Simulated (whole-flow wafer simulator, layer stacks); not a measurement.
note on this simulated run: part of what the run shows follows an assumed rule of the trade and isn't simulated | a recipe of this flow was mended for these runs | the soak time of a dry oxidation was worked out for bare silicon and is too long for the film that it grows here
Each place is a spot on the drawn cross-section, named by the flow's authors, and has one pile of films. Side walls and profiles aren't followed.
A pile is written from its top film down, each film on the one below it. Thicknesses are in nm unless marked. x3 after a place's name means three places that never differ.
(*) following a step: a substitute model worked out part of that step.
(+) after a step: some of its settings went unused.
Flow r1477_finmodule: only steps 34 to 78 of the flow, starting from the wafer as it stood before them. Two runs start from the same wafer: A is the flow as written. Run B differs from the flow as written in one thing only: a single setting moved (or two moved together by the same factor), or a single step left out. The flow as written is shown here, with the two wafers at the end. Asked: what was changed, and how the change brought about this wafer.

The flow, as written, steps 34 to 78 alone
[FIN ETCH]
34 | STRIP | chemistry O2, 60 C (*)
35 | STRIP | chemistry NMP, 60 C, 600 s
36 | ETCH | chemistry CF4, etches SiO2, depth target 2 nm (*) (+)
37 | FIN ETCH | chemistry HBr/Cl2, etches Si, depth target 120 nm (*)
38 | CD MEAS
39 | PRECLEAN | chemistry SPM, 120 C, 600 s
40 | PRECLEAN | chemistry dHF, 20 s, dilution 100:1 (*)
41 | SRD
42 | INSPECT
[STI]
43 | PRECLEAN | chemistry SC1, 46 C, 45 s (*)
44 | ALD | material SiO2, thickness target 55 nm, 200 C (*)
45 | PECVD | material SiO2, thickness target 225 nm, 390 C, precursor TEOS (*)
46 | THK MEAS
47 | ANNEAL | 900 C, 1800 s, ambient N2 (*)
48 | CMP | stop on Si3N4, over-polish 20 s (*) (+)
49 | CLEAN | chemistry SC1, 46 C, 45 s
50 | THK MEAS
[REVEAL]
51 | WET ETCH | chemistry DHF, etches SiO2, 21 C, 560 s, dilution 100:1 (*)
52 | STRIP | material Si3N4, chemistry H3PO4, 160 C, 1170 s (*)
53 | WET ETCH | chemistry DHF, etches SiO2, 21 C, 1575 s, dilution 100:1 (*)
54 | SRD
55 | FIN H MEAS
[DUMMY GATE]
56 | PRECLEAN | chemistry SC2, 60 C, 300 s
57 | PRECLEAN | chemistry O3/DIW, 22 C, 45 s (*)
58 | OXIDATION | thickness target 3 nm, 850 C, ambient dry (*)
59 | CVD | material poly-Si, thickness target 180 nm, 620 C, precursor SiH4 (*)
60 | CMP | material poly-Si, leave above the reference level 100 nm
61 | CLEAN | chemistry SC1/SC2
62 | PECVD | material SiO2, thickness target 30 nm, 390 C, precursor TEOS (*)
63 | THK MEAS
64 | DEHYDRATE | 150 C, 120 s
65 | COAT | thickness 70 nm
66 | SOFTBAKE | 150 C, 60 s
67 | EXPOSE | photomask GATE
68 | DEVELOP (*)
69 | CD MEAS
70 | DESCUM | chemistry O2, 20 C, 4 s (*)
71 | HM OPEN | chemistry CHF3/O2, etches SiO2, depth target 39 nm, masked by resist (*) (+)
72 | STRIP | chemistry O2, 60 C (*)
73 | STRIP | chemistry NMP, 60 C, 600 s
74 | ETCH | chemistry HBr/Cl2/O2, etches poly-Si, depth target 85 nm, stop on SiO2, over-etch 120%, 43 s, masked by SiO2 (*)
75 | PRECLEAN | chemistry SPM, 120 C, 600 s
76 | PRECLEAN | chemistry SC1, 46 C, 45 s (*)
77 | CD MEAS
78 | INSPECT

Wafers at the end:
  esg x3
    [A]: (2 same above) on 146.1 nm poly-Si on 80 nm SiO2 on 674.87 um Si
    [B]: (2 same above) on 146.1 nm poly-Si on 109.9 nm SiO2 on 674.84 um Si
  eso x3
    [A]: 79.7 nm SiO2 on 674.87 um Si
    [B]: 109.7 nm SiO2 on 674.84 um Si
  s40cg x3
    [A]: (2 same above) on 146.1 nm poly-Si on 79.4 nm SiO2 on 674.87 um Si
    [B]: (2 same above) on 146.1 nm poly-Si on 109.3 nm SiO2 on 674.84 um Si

The reason: step 37, FIN ETCH: depth target 150 nm was run, while the flow as written has depth target 120 nm.

The path from the change to this, step by step:
  37 | FIN ETCH | chemistry HBr/Cl2, etches Si, depth target 120 nm (*)
      pad, padg, esg x3 and 17 more: A -120 Si | B -150 Si
      elg x4, elo x4: A -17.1 Si3N4 | B -21.4 Si3N4
      (as well as at 6 more places)
  44 | ALD | material SiO2, thickness target 55 nm, 200 C (*)
      esg x3, e200sg, eso x3, e200so: A +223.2 SiO2 (new film) | B +248.9 SiO2 (new film)
      s40cg x3, s40co x3: A +263.2 SiO2 (new film) | B +290.9 SiO2 (new film)
      (as well as at 6 more places)
  48 | CMP | stop on Si3N4, over-polish 20 s (*) (+)
      pad, padg: A -79.4 SiO2 | B -49.4 SiO2
  51 | WET ETCH | chemistry DHF, etches SiO2, 21 C, 560 s, dilution 100:1 (*)
      elg x4, elo x4: A -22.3 SiO2 (all of it), -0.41 Si3N4 | B -26.6 SiO2 (all of it), -0.19 Si3N4
  52 | STRIP | material Si3N4, chemistry H3PO4, 160 C, 1170 s (*)
      elg x4, elo x4: A -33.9 Si3N4 (all of it), -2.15 SiO2 | B -29.8 Si3N4 (all of it), -2.28 SiO2
